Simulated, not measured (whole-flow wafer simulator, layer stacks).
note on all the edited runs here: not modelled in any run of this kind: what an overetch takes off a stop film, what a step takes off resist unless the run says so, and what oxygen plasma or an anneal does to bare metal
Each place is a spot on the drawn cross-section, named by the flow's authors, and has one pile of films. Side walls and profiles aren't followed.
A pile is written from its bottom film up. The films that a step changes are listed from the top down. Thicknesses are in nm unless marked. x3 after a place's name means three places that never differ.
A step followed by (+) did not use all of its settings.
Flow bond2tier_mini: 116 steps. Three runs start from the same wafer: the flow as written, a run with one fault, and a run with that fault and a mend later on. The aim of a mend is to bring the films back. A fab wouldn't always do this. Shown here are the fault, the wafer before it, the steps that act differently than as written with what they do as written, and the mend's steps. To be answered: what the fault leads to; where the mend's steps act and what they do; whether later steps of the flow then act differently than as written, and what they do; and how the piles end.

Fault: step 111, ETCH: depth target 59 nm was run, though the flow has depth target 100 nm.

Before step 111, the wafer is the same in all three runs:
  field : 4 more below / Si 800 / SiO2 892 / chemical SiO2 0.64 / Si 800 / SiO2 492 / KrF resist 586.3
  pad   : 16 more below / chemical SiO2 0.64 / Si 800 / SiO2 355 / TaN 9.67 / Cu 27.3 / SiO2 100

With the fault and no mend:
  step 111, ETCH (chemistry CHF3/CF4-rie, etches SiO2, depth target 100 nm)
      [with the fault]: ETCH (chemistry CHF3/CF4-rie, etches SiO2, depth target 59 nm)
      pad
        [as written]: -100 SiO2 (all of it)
        [with the fault]: -59 SiO2
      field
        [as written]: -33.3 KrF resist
        [with the fault]: -19.7 KrF resist
  Steps further on in the flow that do not act as written (1 other step is not shown; it differs only slightly, by no more than 2% or 0.5 nm, whichever is larger):
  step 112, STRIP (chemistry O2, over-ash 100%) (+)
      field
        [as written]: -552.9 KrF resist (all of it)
        [with the fault]: -566.6 KrF resist (all of it)
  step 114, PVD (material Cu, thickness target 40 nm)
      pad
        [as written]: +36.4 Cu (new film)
        [with the fault]: +37.9 Cu (new film)
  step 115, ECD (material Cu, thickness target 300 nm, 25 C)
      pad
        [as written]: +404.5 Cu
        [with the fault]: +361.7 Cu
  At pad, the piles at the end differ from the flow's by more than 2% or 0.5 nm, whichever is larger.
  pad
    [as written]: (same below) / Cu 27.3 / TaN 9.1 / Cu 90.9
    [with the fault]: (same below) / Cu 27.3 / SiO2 41 / TaN 9.47 / Cu 49.5

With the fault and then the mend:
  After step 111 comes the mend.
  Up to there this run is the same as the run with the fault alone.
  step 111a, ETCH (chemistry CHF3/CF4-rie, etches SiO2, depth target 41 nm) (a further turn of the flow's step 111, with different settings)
      field
        -13.7 KrF resist
      pad
        -41 SiO2 (all of it)
  Every later step of the flow that is run acts as written at every place that is followed.
  At every place that both follow, the piles at the end match the flow's.
